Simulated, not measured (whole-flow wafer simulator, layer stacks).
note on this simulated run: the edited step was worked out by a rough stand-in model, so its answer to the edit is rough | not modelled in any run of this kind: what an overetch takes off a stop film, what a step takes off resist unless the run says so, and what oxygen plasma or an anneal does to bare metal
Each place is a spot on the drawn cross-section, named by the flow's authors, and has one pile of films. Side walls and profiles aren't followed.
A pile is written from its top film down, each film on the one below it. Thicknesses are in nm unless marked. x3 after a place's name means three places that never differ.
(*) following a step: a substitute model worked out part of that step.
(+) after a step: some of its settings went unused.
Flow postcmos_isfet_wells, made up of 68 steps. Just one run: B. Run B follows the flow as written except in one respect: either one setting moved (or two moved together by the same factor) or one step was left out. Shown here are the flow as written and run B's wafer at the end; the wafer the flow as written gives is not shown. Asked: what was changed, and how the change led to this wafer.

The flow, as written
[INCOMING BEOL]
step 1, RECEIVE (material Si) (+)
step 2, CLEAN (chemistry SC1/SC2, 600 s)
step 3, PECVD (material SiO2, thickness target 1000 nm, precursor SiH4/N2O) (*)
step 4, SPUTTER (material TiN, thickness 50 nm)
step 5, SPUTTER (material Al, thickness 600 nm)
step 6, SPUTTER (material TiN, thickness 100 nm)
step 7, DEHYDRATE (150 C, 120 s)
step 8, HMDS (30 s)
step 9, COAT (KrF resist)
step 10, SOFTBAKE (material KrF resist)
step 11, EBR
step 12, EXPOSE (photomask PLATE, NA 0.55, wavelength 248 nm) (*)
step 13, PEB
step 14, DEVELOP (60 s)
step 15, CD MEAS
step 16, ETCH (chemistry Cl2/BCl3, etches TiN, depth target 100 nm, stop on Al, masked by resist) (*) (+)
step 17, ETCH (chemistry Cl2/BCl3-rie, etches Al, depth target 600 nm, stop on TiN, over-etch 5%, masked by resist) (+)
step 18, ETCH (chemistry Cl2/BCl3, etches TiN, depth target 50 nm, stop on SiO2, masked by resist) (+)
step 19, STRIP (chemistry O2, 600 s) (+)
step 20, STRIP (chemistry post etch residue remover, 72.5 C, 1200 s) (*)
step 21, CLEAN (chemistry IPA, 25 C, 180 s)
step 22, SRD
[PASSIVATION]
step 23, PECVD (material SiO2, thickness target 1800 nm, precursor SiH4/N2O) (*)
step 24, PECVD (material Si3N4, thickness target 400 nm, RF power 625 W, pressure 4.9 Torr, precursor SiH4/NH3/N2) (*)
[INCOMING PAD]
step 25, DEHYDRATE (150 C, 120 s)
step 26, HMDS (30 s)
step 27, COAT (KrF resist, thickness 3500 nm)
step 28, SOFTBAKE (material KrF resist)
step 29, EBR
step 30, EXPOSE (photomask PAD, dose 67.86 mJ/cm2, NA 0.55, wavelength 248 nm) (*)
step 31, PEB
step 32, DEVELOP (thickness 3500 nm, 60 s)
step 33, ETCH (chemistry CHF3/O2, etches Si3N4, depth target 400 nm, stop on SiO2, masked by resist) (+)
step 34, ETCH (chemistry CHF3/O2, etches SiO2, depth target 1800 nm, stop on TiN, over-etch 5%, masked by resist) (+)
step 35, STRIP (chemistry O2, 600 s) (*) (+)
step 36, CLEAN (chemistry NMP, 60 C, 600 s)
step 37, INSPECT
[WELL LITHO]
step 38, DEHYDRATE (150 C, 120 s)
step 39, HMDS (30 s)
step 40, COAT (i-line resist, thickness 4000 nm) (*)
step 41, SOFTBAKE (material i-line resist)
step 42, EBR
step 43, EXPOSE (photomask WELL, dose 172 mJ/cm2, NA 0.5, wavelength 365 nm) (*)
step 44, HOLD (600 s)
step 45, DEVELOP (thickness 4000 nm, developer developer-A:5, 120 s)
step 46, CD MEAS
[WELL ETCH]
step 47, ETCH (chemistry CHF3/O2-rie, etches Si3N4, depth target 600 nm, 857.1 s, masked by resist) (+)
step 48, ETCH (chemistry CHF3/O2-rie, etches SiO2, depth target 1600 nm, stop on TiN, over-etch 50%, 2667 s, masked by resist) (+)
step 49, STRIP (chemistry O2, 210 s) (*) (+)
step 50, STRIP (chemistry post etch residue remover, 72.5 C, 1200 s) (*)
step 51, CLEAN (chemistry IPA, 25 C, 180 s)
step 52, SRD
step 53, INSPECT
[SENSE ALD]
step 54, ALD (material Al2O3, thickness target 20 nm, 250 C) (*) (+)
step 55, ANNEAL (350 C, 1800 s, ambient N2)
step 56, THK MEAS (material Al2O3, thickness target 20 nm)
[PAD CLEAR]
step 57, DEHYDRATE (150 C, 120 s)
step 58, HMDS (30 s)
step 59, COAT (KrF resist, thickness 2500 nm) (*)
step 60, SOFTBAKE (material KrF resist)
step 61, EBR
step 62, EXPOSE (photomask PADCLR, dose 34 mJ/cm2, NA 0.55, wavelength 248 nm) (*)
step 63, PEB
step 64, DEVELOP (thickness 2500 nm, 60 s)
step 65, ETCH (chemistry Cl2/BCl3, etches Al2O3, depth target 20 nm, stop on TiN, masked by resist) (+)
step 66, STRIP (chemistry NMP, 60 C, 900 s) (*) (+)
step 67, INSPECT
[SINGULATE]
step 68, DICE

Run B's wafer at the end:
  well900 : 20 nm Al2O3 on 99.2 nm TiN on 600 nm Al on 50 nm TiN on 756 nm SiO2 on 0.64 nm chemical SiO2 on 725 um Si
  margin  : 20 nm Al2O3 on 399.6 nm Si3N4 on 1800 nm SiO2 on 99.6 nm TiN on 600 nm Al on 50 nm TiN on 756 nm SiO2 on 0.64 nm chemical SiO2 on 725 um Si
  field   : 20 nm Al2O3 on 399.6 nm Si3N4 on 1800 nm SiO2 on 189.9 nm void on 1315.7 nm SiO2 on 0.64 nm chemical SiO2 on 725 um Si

What caused this: step 3, PECVD: thickness target 756 nm was run, while the flow as written has thickness target 1000 nm.
One can read it off the wafer: well900 has SiO2 756, and step 3 as written asks for 1000 nm.

The path from the change to this, step by step:
  step 3, PECVD (material SiO2, thickness target 1000 nm, precursor SiH4/N2O) (*)
      field, margin, well900, well1300 x3, pad_rim, pad_clr, pad_open: SiO2 gains 756 (new film) (as written it would have been: SiO2 gains 1000 (new film))
